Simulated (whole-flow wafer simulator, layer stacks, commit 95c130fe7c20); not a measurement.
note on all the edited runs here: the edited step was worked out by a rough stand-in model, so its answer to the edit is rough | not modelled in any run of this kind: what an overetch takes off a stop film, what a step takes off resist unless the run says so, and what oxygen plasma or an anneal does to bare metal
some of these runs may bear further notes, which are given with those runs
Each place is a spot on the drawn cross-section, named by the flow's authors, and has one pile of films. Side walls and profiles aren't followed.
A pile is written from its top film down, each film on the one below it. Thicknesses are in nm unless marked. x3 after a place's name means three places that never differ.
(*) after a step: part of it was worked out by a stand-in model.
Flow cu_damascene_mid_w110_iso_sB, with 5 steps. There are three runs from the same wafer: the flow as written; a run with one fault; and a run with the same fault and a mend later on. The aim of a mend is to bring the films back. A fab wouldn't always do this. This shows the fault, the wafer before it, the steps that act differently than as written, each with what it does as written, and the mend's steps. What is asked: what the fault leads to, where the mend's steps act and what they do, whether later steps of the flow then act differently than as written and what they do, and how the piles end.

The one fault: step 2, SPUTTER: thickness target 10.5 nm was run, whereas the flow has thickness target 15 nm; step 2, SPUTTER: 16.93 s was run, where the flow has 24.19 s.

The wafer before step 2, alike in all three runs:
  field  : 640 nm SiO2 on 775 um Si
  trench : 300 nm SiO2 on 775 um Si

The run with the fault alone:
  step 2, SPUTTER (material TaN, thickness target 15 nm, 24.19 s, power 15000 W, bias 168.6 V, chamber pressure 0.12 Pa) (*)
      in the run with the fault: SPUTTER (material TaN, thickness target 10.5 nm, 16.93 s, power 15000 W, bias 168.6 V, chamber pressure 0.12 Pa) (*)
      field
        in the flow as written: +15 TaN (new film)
        in the run with the fault: +10.5 TaN (new film)
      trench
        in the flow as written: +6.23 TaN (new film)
        in the run with the fault: +4.36 TaN (new film)
  None of the later steps of the flow differs from how it acts as written, at any place that is followed, by more than 2% or 0.5 nm, whichever is larger.
  The piles end different from the flow's at field, trench by more than 2% or 0.5 nm, whichever is larger.
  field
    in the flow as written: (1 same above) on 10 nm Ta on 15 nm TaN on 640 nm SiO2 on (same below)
    in the run with the fault: (1 same above) on 10 nm Ta on 10.5 nm TaN on 640 nm SiO2 on (same below)
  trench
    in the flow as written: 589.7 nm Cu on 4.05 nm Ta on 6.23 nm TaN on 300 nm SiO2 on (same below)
    in the run with the fault: 587 nm Cu on 4.1 nm Ta on 4.36 nm TaN on 300 nm SiO2 on (same below)

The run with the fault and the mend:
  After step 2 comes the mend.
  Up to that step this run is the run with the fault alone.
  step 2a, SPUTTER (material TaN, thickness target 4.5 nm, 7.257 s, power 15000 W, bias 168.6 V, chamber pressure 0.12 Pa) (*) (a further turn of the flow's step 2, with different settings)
      field
        +4.5 TaN
      trench
        +1.8 TaN
  None of the later steps of the flow differs from how it acts as written, at any place that is followed, by more than 2% or 0.5 nm, whichever is larger.
  When the end is reached, the piles differ only a little from the flow's at the places that both follow, at most by 2% or 0.5 nm, whichever is larger.
